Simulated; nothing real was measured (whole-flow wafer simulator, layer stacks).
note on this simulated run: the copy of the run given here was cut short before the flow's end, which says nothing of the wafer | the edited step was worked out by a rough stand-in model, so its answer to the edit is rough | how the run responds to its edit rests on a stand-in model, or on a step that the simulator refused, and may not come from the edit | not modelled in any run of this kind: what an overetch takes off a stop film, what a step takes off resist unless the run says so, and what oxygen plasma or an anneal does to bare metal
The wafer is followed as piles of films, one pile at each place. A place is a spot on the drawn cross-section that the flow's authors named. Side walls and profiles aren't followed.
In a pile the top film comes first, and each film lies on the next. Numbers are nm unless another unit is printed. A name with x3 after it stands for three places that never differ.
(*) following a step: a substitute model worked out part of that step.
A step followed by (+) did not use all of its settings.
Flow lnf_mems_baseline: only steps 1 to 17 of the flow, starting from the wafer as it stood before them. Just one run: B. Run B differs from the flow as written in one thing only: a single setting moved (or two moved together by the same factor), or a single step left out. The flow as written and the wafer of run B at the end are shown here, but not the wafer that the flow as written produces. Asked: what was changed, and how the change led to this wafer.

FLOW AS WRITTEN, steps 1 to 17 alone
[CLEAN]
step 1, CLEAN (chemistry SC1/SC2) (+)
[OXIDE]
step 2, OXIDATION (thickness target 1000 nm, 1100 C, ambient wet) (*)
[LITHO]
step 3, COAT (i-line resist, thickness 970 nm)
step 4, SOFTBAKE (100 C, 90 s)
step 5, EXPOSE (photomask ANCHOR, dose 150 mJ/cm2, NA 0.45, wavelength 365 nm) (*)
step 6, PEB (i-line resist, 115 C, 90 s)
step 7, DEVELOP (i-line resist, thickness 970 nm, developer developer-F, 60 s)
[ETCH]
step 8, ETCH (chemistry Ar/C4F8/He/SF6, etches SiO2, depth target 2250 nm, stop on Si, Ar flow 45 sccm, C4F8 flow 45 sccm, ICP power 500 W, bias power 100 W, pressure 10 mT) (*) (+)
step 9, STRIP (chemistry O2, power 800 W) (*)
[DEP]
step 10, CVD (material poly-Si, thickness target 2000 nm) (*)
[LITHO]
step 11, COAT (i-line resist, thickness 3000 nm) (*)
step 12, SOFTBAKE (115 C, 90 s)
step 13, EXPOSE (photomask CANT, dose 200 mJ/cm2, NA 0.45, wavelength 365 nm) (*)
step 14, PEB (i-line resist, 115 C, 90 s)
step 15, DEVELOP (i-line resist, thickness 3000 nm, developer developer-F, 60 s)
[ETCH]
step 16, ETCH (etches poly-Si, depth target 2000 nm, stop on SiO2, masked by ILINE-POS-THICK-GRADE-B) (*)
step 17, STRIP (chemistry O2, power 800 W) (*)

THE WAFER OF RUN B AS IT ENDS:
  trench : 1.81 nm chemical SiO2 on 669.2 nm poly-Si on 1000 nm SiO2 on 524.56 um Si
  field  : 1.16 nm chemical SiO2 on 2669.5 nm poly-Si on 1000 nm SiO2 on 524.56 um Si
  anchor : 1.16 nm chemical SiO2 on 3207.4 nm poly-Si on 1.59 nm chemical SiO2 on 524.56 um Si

What caused this: step 10, CVD: thickness target 2670 nm was run, whereas the flow has thickness target 2000 nm.

How this came from the change, step by step:
  step 10, CVD (material poly-Si, thickness target 2000 nm) (*)
      field, beam, trench, char_slit: +2670 poly-Si (new film) (it would be, as written: +2000 poly-Si (new film))
      anchor: +3207.9 poly-Si (new film) (it would be, as written: +2322 poly-Si (new film))
  step 11, COAT (i-line resist, thickness 3000 nm) (*)
      anchor: +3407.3 i-line resist (new film) (it would be, as written: +3611.6 i-line resist (new film))
  step 12, SOFTBAKE (115 C, 90 s)
      field: -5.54 i-line resist (it would be, as written: -6.66 i-line resist)
      anchor: +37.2 i-line resist (it would be, as written: +45.4 i-line resist)
      (and at 2 other places as well)
  step 14, PEB (i-line resist, 115 C, 90 s)
      anchor: -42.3 i-line resist (it would be, as written: -46.1 i-line resist)
  step 16, ETCH (etches poly-Si, depth target 2000 nm, stop on SiO2, masked by ILINE-POS-THICK-GRADE-B) (*)
      trench, char_slit: -2000 poly-Si (it would be, as written: -2000 poly-Si (all of it))
  step 17, STRIP (chemistry O2, power 800 W) (*)
      trench, char_slit: +1.81 chemical SiO2 (new film), -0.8 poly-Si (it would be, as written: nothing)
      anchor: +1.16 chemical SiO2 (new film), -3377 i-line resist (all of it), -0.51 poly-Si (it would be, as written: +1.17 chemical SiO2 (new film), -3585.8 i-line resist (all of it), -0.52 poly-Si)
